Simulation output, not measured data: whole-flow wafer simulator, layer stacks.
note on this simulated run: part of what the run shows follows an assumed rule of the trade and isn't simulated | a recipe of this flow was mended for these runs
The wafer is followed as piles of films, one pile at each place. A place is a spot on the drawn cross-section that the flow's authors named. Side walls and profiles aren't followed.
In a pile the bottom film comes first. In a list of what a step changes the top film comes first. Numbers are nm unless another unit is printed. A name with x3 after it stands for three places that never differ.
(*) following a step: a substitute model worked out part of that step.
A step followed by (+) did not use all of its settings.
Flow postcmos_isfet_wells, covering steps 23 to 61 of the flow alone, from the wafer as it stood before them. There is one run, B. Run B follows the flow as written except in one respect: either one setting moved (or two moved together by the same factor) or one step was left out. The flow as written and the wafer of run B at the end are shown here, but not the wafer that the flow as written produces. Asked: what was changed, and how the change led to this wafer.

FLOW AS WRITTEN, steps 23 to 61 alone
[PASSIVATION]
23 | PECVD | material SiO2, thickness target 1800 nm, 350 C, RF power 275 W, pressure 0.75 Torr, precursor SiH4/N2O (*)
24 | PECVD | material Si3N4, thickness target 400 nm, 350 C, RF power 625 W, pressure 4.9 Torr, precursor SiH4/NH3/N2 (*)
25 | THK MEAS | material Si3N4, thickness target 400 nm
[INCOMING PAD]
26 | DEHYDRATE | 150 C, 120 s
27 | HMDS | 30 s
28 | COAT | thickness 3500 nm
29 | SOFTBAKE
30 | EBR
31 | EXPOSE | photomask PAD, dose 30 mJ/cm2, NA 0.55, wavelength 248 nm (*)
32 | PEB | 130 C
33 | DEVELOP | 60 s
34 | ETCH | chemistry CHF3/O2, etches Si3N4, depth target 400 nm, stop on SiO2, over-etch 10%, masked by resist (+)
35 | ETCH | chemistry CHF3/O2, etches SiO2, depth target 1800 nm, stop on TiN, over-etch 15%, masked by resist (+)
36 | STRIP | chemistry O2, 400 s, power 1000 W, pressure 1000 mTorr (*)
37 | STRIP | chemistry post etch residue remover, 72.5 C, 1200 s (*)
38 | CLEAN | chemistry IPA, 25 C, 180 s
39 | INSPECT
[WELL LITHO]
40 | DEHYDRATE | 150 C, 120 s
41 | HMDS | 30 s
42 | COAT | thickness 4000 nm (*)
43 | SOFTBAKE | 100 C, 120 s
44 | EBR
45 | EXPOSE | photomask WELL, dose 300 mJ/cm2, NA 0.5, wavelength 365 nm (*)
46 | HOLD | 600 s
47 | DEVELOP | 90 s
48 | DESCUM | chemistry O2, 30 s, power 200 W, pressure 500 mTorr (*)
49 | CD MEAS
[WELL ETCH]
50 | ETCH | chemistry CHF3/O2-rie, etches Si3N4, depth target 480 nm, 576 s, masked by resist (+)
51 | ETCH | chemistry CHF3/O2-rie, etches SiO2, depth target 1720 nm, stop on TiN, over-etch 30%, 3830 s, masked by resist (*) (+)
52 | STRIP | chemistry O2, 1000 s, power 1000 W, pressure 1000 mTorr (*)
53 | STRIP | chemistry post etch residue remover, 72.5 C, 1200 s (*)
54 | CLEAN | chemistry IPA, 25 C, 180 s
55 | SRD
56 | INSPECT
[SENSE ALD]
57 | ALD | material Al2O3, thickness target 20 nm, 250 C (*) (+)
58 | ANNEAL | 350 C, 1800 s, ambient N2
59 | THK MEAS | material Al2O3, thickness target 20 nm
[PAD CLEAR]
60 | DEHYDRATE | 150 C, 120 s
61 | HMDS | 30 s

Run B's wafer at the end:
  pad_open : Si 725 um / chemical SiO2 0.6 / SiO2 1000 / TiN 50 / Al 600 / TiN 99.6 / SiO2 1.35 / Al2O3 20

The reason: step 34, ETCH: depth target 128.7 nm was run, whereas the flow has depth target 400 nm.

How this came from the change, step by step:
  34 | ETCH | chemistry CHF3/O2, etches Si3N4, depth target 400 nm, stop on SiO2, over-etch 10%, masked by resist (+)
      pad_open: -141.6 Si3N4 (as written it would have been: -400 Si3N4 (all of it), -20 SiO2)
      field, margin x2, well900 x4, pad_clr: -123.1 thick-KrF-resist (as written it would have been: -382.6 thick-KrF-resist)
  35 | ETCH | chemistry CHF3/O2, etches SiO2, depth target 1800 nm, stop on TiN, over-etch 15%, masked by resist (+)
      pad_open: -258.4 Si3N4 (all of it), -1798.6 SiO2 (as written it would have been: -1780 SiO2 (all of it), -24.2 TiN)
  36 | STRIP | chemistry O2, 400 s, power 1000 W, pressure 1000 mTorr (*)
      field, margin x2, well900 x4, pad_clr: -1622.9 thick-KrF-resist (all of it) (as written it would have been: -1382.5 thick-KrF-resist (all of it))
